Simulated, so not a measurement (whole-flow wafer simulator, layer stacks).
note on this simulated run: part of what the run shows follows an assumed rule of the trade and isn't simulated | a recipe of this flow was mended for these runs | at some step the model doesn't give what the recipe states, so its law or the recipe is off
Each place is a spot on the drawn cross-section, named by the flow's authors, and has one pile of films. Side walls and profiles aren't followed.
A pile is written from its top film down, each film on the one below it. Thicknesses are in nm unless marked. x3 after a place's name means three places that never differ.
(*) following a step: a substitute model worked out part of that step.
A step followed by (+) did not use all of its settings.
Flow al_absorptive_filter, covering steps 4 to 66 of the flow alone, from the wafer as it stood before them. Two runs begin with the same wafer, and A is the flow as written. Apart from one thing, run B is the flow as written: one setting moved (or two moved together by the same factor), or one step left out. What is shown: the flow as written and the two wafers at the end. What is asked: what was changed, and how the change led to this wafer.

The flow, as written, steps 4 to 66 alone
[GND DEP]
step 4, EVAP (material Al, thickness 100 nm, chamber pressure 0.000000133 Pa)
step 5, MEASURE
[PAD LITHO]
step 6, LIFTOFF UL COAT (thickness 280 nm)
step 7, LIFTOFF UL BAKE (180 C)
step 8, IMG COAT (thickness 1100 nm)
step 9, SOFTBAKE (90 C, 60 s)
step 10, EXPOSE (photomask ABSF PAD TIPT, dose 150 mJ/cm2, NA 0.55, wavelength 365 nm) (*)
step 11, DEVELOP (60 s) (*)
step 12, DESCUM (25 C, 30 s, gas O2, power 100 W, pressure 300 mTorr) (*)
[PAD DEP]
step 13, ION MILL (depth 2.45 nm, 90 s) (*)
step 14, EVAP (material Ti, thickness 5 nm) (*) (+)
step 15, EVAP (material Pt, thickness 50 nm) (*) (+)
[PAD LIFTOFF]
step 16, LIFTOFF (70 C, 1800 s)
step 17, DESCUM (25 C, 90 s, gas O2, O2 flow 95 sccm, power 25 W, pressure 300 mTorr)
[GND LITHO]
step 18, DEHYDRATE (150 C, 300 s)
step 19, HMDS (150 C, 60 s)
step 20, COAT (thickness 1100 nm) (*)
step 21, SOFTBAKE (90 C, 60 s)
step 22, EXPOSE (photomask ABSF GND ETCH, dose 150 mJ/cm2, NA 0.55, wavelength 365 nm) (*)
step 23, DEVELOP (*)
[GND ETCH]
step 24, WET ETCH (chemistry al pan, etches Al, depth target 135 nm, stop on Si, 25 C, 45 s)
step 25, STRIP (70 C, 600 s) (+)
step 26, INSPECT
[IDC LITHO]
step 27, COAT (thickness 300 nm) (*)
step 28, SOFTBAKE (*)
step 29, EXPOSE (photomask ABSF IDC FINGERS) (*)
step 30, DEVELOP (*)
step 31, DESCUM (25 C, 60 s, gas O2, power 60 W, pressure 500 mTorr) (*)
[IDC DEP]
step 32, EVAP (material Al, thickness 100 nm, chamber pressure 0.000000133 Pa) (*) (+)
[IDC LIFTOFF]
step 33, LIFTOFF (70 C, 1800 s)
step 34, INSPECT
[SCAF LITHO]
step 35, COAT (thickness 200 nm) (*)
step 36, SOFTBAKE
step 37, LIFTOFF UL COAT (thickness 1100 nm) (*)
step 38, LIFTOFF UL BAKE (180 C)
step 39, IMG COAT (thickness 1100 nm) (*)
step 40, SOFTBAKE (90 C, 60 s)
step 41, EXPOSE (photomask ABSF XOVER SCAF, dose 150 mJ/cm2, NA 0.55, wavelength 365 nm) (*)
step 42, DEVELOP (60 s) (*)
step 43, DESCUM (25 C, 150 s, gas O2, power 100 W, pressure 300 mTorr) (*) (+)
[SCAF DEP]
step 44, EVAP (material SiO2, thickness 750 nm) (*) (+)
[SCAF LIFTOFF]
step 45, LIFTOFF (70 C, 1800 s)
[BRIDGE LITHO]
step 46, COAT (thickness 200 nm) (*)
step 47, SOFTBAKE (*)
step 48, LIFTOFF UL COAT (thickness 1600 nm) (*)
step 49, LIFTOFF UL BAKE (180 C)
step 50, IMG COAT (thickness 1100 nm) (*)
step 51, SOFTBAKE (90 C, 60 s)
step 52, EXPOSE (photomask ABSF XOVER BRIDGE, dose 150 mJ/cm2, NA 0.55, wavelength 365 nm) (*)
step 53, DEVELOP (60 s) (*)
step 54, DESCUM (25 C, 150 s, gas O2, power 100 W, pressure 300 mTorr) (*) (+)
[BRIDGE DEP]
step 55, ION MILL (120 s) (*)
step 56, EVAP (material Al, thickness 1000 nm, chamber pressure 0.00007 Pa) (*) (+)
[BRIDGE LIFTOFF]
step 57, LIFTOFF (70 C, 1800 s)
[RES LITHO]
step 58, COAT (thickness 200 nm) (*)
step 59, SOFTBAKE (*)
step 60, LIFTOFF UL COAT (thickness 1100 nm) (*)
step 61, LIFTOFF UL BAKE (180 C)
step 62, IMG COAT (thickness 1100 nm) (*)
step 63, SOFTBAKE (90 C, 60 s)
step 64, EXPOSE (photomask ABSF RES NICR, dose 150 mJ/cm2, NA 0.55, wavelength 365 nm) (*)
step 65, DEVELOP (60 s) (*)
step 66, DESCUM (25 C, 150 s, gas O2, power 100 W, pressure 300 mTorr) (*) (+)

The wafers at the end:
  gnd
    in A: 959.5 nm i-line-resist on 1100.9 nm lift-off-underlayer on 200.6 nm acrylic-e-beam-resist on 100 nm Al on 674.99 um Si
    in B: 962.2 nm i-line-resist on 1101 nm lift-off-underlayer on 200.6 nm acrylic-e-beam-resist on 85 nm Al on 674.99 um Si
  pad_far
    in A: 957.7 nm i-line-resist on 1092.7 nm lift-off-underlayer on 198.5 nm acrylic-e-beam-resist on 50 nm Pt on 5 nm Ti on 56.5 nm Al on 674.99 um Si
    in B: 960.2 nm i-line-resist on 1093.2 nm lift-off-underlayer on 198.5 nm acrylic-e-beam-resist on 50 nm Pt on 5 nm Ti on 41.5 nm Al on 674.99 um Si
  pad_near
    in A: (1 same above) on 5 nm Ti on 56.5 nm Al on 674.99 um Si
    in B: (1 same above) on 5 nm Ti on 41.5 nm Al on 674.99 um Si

The reason: step 4, EVAP: thickness 85 nm was run, whereas the flow has thickness 100 nm.
The wafer lets one read it off: gnd has Al 85, and step 4 as written asks for 100 nm.

How this came from the change, step by step:
  step 4, EVAP (material Al, thickness 100 nm, chamber pressure 0.000000133 Pa)
      gnd, pad_far, pad_near and 11 more: A +100 Al (new film) | B +85 Al (new film)
  step 24, WET ETCH (chemistry al pan, etches Al, depth target 135 nm, stop on Si, 25 C, 45 s)
      res, xl_gap, idc_field, idc_line, idc_space: A -86.7 Al (all of it) | B -71.7 Al (all of it)
  step 27, COAT (thickness 300 nm) (*)
      res: A +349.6 e-beam-resist (new film) | B +342.5 e-beam-resist (new film)
      xl_gap: A +374.7 e-beam-resist (new film) | B +363.6 e-beam-resist (new film)
  step 33, LIFTOFF (70 C, 1800 s)
      res: A -100 Al (all of it), -340.6 e-beam-resist (all of it) | B -100 Al (all of it), -333.5 e-beam-resist (all of it)
      xl_gap: A -100 Al (all of it), -365.7 e-beam-resist (all of it) | B -100 Al (all of it), -354.5 e-beam-resist (all of it)
  step 35, COAT (thickness 200 nm) (*)
      ledge: A +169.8 acrylic-e-beam-resist (new film) | B +174.8 acrylic-e-beam-resist (new film)
      xl_gap: A +265.9 acrylic-e-beam-resist (new film) | B +256.3 acrylic-e-beam-resist (new film)
  step 43, DESCUM (25 C, 150 s, gas O2, power 100 W, pressure 300 mTorr) (*) (+)
      gnd, pad_far, pad_near and 7 more: A -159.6 i-line-resist | B -153.8 i-line-resist
      xl_gap: A -265.9 acrylic-e-beam-resist (all of it) | B -256.3 acrylic-e-beam-resist (all of it)
  step 45, LIFTOFF (70 C, 1800 s)
      ledge: A -750 SiO2 (all of it), -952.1 i-line-resist (all of it), -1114 lift-off-underlayer (all of it), -169.8 acrylic-e-beam-resist (all of it) | B -750 SiO2 (all of it), -955.8 i-line-resist (all of it), -1112.1 lift-off-underlayer (all of it), -174.8 acrylic-e-beam-resist (all of it)
  step 46, COAT (thickness 200 nm) (*)
      ledge: A +169.8 acrylic-e-beam-resist (new film) | B +174.8 acrylic-e-beam-resist (new film)
      xl_gap: A +97.9 acrylic-e-beam-resist (new film) | B +92.3 acrylic-e-beam-resist (new film)
  step 54, DESCUM (25 C, 150 s, gas O2, power 100 W, pressure 300 mTorr) (*) (+)
      xl_gap: A -97.9 acrylic-e-beam-resist (all of it) | B -92.3 acrylic-e-beam-resist (all of it)
  step 57, LIFTOFF (70 C, 1800 s)
      ledge: A -1000 Al (all of it), -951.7 i-line-resist (all of it), -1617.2 lift-off-underlayer (all of it), -169.8 acrylic-e-beam-resist (all of it) | B -1000 Al (all of it), -950.1 i-line-resist (all of it), -1614.8 lift-off-underlayer (all of it), -174.8 acrylic-e-beam-resist (all of it)
  step 58, COAT (thickness 200 nm) (*)
      ledge: A +169.8 acrylic-e-beam-resist (new film) | B +174.8 acrylic-e-beam-resist (new film)
      xl_gap: A +123.8 acrylic-e-beam-resist (new film) | B +120.8 acrylic-e-beam-resist (new film)
  step 66, DESCUM (25 C, 150 s, gas O2, power 100 W, pressure 300 mTorr) (*) (+)
      ledge: A -169.8 acrylic-e-beam-resist (all of it) | B -174.8 acrylic-e-beam-resist (all of it)
